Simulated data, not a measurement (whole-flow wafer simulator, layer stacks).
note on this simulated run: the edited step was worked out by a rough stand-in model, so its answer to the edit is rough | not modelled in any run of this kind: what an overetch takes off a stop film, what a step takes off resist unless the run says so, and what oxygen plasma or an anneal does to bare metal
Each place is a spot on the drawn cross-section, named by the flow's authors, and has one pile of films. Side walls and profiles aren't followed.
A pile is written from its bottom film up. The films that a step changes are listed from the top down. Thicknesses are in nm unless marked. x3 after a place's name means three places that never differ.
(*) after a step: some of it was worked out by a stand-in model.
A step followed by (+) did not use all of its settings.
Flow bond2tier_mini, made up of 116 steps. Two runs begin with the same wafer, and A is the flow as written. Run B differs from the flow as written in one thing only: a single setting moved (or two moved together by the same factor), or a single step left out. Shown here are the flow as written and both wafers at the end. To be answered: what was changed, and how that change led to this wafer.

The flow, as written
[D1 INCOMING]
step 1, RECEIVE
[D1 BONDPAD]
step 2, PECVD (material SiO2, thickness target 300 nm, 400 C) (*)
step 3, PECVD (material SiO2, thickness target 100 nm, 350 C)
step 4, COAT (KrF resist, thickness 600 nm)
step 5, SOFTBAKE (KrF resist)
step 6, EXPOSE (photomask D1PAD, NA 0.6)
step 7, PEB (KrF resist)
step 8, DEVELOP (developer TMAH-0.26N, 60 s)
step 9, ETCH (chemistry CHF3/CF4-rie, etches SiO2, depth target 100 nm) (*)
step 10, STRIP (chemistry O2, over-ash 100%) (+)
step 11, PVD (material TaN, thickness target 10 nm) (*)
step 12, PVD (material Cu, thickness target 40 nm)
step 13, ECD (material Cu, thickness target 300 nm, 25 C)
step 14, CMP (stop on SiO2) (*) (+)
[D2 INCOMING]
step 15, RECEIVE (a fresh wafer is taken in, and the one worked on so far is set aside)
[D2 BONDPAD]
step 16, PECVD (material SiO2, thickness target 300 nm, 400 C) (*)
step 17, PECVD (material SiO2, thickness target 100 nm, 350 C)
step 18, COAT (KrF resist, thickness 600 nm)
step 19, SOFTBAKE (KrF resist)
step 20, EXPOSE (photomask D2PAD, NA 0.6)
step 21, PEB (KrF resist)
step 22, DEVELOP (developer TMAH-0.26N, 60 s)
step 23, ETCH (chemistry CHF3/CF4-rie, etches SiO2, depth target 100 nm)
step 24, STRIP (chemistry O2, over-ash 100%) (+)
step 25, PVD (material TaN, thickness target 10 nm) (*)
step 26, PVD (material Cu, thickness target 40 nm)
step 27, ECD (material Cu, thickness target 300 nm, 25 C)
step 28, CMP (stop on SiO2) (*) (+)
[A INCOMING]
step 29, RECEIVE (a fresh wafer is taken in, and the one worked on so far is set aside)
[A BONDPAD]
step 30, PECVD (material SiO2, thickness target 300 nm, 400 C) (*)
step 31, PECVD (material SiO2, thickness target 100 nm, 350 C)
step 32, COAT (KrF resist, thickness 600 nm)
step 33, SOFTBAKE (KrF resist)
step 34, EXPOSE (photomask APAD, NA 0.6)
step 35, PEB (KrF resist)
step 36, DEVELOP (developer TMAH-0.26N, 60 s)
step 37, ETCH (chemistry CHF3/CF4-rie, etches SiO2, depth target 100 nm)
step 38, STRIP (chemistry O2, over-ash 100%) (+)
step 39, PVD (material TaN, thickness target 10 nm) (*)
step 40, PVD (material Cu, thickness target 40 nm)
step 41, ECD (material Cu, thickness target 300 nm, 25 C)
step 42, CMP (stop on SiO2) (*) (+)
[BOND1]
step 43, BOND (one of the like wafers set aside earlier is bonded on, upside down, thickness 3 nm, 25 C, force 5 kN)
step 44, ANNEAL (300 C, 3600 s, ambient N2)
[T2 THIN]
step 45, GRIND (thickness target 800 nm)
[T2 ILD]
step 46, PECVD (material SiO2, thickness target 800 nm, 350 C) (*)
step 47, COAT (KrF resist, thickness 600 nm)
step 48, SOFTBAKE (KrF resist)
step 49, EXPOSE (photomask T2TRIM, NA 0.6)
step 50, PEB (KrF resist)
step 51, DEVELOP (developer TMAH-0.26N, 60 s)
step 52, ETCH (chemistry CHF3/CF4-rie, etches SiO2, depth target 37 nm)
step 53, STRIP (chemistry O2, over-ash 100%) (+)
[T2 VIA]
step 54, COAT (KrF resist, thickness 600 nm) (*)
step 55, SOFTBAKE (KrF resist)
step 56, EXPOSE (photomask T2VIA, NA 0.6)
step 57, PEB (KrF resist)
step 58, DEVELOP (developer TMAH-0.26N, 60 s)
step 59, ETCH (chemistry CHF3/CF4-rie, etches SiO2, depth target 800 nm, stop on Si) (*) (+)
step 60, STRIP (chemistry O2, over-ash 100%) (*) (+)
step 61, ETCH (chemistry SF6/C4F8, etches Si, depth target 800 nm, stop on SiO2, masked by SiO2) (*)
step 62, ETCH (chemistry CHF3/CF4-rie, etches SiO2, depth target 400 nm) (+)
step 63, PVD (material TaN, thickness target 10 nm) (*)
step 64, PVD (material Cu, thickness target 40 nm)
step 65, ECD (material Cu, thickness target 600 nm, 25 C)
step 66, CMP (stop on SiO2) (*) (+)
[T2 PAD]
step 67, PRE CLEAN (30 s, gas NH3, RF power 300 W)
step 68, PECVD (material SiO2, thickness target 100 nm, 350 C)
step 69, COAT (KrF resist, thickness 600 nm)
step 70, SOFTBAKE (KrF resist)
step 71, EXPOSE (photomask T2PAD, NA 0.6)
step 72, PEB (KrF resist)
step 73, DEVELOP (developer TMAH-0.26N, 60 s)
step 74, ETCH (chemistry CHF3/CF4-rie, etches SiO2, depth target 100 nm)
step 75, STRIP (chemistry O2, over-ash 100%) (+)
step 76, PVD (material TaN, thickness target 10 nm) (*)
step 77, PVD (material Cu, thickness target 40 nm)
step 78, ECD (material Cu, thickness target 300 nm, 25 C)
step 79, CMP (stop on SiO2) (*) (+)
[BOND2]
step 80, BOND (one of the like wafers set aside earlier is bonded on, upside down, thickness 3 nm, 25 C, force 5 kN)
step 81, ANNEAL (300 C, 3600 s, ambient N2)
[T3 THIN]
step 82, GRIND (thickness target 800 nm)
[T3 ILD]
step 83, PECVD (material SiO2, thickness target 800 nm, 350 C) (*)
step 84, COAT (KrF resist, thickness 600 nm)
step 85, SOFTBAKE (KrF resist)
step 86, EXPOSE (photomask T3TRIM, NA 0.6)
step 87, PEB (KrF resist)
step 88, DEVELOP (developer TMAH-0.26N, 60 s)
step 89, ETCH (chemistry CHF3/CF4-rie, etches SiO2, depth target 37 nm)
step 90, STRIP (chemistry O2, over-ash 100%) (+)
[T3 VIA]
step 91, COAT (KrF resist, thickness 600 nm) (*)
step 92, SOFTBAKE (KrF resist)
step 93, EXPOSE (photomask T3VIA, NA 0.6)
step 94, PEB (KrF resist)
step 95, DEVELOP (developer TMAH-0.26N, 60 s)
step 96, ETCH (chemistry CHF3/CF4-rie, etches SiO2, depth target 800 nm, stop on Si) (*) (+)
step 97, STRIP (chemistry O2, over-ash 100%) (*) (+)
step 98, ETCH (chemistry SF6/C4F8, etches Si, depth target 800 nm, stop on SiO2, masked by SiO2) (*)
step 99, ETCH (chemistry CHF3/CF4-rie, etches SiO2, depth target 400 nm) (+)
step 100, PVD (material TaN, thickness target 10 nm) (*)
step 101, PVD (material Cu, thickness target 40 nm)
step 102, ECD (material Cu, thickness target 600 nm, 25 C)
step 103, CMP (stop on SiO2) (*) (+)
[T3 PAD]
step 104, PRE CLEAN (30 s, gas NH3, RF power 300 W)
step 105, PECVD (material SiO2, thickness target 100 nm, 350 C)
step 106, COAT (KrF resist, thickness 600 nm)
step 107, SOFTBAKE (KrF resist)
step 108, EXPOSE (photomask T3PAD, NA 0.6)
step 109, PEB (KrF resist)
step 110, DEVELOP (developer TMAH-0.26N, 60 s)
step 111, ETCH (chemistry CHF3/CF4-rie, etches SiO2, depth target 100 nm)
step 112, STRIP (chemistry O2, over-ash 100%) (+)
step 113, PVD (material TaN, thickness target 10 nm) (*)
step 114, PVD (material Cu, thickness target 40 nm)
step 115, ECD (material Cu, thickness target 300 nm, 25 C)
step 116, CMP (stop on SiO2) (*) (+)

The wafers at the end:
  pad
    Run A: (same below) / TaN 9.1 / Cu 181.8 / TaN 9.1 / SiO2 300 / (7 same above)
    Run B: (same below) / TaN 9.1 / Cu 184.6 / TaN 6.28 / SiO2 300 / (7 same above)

The reason: step 25, PVD: thickness target 6.9 nm was run, while the flow as written has thickness target 10 nm.

The path from the change to this, step by step:
  step 25, PVD (material TaN, thickness target 10 nm) (*)
      field: A +10 TaN (new film) | B +6.9 TaN (new film)
      pad: A +9.1 TaN (new film) | B +6.28 TaN (new film)
      (and at 1 other place as well)
  step 28, CMP (stop on SiO2) (*) (+)
      field: A -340 Cu (all of it), -10 TaN (all of it) | B -340 Cu (all of it), -6.9 TaN (all of it)
  step 80, BOND (one of the like wafers set aside earlier is bonded on, upside down, thickness 3 nm, 25 C, force 5 kN)
      pad: A +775 um Si (new film), +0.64 chemical SiO2 (new film), +300 SiO2 (new film), +9.1 TaN (new film), +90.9 Cu | B +775 um Si (new film), +0.64 chemical SiO2 (new film), +300 SiO2 (new film), +6.28 TaN (new film), +93.7 Cu
